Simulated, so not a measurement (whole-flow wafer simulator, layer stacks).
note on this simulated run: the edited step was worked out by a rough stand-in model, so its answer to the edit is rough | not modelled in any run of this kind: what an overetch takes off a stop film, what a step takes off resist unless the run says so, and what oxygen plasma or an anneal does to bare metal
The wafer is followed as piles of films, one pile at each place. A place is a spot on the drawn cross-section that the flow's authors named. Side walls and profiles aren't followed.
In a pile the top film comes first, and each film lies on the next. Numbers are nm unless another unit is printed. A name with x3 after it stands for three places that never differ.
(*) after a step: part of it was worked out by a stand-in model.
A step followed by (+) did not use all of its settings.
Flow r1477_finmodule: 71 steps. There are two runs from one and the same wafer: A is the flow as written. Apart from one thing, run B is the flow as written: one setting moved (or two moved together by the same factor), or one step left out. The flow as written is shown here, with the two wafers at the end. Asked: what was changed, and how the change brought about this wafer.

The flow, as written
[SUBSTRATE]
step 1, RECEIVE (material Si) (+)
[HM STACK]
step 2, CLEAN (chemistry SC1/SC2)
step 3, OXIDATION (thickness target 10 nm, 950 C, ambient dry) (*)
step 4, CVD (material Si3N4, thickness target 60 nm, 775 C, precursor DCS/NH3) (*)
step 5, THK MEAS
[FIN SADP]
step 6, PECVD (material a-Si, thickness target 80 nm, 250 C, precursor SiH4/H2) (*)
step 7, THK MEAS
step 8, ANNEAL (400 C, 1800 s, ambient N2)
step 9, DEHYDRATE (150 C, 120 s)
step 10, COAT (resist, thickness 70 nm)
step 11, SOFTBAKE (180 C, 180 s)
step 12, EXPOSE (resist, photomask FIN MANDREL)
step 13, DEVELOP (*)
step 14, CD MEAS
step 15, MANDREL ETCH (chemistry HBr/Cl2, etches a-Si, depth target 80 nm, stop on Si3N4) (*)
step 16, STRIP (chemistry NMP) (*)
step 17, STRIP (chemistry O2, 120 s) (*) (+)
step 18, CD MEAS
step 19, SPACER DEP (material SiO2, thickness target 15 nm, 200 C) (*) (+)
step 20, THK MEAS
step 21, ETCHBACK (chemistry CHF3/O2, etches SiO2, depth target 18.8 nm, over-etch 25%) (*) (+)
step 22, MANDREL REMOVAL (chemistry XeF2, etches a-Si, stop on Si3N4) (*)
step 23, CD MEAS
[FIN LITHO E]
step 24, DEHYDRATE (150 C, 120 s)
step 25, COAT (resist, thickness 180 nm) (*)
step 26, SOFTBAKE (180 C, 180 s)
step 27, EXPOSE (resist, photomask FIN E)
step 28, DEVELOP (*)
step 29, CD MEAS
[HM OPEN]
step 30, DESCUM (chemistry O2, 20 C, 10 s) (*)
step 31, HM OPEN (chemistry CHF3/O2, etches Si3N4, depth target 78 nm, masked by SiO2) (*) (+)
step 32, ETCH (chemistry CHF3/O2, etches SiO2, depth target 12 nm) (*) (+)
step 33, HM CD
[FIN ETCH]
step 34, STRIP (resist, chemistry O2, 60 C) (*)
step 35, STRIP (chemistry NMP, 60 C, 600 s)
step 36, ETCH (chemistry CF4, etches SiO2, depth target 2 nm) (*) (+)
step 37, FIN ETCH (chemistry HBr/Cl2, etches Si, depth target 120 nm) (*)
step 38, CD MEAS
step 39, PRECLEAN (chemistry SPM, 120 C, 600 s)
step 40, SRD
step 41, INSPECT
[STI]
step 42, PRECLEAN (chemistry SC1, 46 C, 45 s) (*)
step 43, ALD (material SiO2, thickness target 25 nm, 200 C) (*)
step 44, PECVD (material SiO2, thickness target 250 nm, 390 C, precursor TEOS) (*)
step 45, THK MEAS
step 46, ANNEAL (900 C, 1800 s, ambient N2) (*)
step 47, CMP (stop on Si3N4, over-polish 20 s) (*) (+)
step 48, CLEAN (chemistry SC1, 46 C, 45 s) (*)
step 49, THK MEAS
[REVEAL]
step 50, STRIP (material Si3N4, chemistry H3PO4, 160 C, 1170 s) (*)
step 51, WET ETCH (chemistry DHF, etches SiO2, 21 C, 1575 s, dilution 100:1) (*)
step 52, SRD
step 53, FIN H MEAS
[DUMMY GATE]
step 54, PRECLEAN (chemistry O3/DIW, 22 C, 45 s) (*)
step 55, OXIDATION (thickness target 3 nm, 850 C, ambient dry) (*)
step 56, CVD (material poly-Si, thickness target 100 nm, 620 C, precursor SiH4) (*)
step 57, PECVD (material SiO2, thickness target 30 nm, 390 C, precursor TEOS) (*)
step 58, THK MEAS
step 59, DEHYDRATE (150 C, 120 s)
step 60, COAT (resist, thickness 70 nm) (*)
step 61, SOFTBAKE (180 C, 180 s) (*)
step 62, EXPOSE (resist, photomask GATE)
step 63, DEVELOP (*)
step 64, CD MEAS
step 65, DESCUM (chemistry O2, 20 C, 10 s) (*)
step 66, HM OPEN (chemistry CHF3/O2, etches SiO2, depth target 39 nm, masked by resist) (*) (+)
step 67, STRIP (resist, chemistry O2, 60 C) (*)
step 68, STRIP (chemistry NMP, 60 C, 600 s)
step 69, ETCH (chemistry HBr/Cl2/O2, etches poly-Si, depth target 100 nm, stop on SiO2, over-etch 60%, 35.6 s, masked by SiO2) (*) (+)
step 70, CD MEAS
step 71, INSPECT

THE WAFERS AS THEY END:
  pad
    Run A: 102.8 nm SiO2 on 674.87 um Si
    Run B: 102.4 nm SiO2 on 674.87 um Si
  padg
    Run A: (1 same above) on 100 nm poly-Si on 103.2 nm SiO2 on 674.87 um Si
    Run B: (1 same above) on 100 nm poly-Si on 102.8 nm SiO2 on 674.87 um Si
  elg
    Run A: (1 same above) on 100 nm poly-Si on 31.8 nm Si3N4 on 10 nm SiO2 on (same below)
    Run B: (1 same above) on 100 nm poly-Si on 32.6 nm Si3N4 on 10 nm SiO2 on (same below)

The reason: step 36, ETCH: depth target 1.3 nm was run, though the flow has depth target 2 nm.

How this came from the change, step by step:
  step 36, ETCH (chemistry CF4, etches SiO2, depth target 2 nm) (*) (+)
      elg, e40lg, e100lg, e200lg, elo, e40lo, e100lo, e200lo: A -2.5 Si3N4 | B -1.62 Si3N4
      s40sg_line, s45sg_line, s50sg_line, s40so_line, s45so_line, s50so_line: A -2 SiO2 | B -1.3 SiO2
  step 51, WET ETCH (chemistry DHF, etches SiO2, 21 C, 1575 s, dilution 100:1) (*)
      elg, e40lg, e100lg, e200lg, elo, e40lo, e100lo, e200lo: A -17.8 SiO2 (all of it), -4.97 Si3N4 | B -17 SiO2 (all of it), -5.04 Si3N4
